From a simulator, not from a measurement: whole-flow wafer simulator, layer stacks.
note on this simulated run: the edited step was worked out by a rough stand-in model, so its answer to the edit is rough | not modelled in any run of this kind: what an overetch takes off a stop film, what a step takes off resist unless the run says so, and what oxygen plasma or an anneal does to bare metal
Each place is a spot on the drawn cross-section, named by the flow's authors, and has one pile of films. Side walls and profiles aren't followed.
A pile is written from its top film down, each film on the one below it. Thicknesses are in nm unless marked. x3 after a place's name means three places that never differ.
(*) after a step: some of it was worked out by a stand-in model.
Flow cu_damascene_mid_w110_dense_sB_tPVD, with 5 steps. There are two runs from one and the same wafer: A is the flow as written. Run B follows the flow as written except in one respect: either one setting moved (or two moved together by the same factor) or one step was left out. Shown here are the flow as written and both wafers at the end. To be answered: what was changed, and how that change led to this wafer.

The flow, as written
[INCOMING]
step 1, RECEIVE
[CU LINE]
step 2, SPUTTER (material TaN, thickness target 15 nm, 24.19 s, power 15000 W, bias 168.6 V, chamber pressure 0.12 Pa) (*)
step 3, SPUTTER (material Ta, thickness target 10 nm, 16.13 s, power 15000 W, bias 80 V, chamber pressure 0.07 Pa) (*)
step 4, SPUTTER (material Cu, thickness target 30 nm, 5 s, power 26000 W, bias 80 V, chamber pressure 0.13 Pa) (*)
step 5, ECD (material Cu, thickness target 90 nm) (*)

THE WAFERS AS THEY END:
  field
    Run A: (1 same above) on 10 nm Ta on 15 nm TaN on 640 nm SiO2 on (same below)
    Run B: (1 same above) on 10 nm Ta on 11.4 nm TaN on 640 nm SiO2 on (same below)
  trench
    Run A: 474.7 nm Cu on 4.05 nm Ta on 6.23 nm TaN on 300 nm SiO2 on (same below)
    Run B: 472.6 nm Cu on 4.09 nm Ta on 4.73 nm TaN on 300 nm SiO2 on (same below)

The reason: step 2, SPUTTER: power 11400 W was run, whereas the flow has power 15000 W.

Step by step, how the change led to this:
  step 2, SPUTTER (material TaN, thickness target 15 nm, 24.19 s, power 15000 W, bias 168.6 V, chamber pressure 0.12 Pa) (*)
      field: A +15 TaN (new film) | B +11.4 TaN (new film)
      trench: A +6.23 TaN (new film) | B +4.73 TaN (new film)
